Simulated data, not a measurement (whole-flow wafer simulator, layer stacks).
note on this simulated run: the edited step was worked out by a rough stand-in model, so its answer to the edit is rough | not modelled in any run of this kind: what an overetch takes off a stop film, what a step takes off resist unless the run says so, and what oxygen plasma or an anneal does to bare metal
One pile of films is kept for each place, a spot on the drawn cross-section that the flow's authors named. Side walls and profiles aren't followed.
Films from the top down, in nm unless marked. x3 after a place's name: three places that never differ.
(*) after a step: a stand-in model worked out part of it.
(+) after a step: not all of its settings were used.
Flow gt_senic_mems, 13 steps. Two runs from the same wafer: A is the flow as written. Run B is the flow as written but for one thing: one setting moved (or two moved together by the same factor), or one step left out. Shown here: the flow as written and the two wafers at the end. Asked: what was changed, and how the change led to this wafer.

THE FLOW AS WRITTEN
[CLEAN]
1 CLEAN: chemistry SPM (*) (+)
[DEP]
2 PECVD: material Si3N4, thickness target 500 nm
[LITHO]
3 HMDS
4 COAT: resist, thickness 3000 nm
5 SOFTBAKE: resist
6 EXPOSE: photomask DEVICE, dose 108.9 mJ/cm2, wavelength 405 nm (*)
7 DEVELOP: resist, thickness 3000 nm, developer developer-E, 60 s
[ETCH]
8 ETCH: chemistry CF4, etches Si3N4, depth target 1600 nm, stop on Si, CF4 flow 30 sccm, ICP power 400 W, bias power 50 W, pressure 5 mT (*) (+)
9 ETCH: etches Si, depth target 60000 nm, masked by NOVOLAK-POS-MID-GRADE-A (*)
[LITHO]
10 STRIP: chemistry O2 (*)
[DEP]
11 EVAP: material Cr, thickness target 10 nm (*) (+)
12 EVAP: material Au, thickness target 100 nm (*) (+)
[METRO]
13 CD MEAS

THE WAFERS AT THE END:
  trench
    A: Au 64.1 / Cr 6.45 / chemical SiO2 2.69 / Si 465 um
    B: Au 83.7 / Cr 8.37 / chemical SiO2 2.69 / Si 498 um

The cause: step 9, ETCH: depth target 27000 nm was run, where the flow has depth target 60000 nm.

How the change led to this, step by step:
  9 ETCH: etches Si, depth target 60000 nm, masked by NOVOLAK-POS-MID-GRADE-A (*)
      field: A resist -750 | B resist -337.5
      trench: A Si -60 um | B Si -27 um
  10 STRIP: chemistry O2 (*)
      field: A resist -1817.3 (all of it) | B resist -2229.8 (all of it)
  11 EVAP: material Cr, thickness target 10 nm (*) (+)
      trench: A Cr +6.45 (new film) | B Cr +8.37 (new film)
  12 EVAP: material Au, thickness target 100 nm (*) (+)
      trench: A Au +64.1 (new film) | B Au +83.7 (new film)
